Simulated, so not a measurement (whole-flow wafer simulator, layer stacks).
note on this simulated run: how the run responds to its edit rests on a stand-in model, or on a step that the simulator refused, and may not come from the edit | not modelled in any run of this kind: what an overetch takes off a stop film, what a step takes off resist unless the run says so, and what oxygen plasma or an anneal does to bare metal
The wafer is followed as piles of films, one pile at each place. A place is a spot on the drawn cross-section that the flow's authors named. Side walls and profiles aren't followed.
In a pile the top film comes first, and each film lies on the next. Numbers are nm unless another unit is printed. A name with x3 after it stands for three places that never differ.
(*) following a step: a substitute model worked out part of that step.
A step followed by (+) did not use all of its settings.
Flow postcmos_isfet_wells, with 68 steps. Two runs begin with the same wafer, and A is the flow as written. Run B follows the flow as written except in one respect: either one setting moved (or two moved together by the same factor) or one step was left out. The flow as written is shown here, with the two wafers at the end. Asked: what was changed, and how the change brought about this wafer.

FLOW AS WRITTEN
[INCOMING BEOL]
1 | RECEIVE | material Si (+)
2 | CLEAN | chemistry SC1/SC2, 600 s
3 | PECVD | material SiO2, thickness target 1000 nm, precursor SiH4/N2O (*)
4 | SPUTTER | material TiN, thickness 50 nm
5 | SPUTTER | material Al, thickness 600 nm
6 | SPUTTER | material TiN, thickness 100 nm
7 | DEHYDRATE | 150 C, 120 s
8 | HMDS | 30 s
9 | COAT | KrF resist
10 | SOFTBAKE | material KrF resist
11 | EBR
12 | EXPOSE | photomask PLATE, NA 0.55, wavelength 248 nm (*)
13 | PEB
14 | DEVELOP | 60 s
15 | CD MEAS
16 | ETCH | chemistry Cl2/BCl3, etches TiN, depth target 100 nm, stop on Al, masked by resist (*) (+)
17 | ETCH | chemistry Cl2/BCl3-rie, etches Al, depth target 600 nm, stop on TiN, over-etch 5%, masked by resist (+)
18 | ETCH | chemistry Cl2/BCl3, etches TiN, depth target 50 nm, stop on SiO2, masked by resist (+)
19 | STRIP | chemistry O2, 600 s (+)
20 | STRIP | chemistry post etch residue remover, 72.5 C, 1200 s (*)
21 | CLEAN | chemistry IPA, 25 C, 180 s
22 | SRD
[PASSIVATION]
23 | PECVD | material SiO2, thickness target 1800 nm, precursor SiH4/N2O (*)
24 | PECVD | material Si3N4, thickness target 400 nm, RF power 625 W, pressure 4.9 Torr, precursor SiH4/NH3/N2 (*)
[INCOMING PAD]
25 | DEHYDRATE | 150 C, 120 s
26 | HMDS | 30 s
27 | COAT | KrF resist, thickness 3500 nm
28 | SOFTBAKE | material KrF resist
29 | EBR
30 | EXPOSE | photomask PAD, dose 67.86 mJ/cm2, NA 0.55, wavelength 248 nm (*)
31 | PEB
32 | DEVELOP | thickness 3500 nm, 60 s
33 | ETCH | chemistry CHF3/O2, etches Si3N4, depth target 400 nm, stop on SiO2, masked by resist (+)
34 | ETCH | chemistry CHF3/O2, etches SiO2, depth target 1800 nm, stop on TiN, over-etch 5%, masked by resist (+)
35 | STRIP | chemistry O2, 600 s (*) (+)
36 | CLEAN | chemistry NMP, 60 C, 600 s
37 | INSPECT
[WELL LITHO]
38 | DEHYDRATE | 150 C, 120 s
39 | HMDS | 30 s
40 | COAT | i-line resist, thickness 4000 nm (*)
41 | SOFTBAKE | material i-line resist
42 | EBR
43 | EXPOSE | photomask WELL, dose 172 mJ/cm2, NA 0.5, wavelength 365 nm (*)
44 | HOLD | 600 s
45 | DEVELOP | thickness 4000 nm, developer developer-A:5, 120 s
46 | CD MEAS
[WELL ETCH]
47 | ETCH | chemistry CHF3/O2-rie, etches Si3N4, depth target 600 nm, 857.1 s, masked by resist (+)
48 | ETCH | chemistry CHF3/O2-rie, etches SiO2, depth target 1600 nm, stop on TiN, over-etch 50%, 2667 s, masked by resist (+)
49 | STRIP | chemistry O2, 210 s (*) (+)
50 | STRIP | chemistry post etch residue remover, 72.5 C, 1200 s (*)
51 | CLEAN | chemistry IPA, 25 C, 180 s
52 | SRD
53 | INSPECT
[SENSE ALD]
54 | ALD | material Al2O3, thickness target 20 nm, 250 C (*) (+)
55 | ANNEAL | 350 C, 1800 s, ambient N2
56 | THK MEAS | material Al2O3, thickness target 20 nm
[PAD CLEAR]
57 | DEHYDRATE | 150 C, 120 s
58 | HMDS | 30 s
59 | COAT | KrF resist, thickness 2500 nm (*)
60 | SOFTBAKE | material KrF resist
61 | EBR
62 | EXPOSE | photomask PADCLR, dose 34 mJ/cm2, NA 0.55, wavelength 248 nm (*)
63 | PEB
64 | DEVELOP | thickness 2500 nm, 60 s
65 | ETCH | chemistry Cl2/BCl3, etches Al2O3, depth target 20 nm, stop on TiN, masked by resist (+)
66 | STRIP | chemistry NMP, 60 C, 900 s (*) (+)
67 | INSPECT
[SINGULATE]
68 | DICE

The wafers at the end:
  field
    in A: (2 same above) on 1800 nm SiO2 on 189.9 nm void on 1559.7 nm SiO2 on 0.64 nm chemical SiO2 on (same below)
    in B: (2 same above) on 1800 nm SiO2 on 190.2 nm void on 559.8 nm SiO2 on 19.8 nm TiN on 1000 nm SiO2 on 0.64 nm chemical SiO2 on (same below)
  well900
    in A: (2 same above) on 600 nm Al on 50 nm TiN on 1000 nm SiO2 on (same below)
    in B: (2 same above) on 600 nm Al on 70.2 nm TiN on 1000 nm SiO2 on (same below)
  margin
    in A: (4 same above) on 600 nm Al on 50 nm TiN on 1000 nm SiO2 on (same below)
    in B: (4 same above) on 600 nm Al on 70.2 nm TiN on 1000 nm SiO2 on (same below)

Cause: step 4, SPUTTER: thickness 70.2 nm was run, while the flow as written has thickness 50 nm.
The wafer lets one read it off: well900 has TiN 70.2, and step 4 as written asks for 50 nm.

Step by step, how the change led to this:
  4 | SPUTTER | material TiN, thickness 50 nm
      field, margin, well900, well1300 x3, pad_rim, pad_clr, pad_open: A +50 TiN (new film) | B +70.2 TiN (new film)
  18 | ETCH | chemistry Cl2/BCl3, etches TiN, depth target 50 nm, stop on SiO2, masked by resist (+)
      field: A -50 TiN (all of it) | B -50 TiN
  23 | PECVD | material SiO2, thickness target 1800 nm, precursor SiH4/N2O (*)
      field: A +1800 SiO2 (new film), +189.9 void (new film), +559.7 SiO2 | B +1800 SiO2 (new film), +190.2 void (new film), +559.8 SiO2 (new film)
Taking metal films that touch as one body, field has 1 body; the flow as written gives 0 bodies.
